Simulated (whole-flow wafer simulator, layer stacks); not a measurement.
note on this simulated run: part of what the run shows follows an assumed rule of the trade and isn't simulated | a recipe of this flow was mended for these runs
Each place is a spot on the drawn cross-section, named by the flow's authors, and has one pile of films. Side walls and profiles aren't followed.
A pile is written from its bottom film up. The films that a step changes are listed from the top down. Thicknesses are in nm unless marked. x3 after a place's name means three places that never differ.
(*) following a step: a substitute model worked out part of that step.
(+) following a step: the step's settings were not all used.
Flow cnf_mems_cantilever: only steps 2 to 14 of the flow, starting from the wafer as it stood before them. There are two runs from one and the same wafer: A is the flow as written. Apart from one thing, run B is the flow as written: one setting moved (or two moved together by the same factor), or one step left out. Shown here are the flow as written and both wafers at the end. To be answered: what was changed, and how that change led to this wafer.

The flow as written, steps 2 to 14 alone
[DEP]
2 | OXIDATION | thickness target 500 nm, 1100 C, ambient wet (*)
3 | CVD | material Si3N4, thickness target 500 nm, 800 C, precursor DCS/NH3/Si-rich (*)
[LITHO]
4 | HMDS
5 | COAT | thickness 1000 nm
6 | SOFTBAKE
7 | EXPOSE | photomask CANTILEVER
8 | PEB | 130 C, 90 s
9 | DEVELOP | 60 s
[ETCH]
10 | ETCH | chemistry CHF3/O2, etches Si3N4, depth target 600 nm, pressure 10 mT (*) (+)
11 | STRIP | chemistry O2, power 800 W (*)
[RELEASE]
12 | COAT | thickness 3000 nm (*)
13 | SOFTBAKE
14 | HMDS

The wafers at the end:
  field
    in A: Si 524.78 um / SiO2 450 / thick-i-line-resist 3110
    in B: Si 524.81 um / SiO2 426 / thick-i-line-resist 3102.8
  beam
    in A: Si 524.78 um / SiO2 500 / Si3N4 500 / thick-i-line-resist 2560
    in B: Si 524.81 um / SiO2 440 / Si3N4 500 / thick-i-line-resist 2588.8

Cause: step 2, OXIDATION: thickness target 440 nm was run, whereas the flow has thickness target 500 nm; step 10, ETCH: depth target 528 nm was run, where the flow has depth target 600 nm.
The wafer itself shows it: beam has SiO2 440, and step 2 as written asks for 500 nm.

The path from the change to this, step by step:
  2 | OXIDATION | thickness target 500 nm, 1100 C, ambient wet (*)
      field, beam: A +500 SiO2 (new film), -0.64 chemical SiO2 (all of it), -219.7 Si | B +440 SiO2 (new film), -0.64 chemical SiO2 (all of it), -193.3 Si
  10 | ETCH | chemistry CHF3/O2, etches Si3N4, depth target 600 nm, pressure 10 mT (*) (+)
      field: A -500 Si3N4 (all of it), -50 SiO2 | B -500 Si3N4 (all of it), -14 SiO2
      beam: A -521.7 KrF-resist | B -459.1 KrF-resist
  11 | STRIP | chemistry O2, power 800 W (*)
      beam: A -460.9 KrF-resist (all of it) | B -523.5 KrF-resist (all of it)
  13 | SOFTBAKE
      field: A +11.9 thick-i-line-resist | B +11 thick-i-line-resist
      beam: A -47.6 thick-i-line-resist | B -43.9 thick-i-line-resist
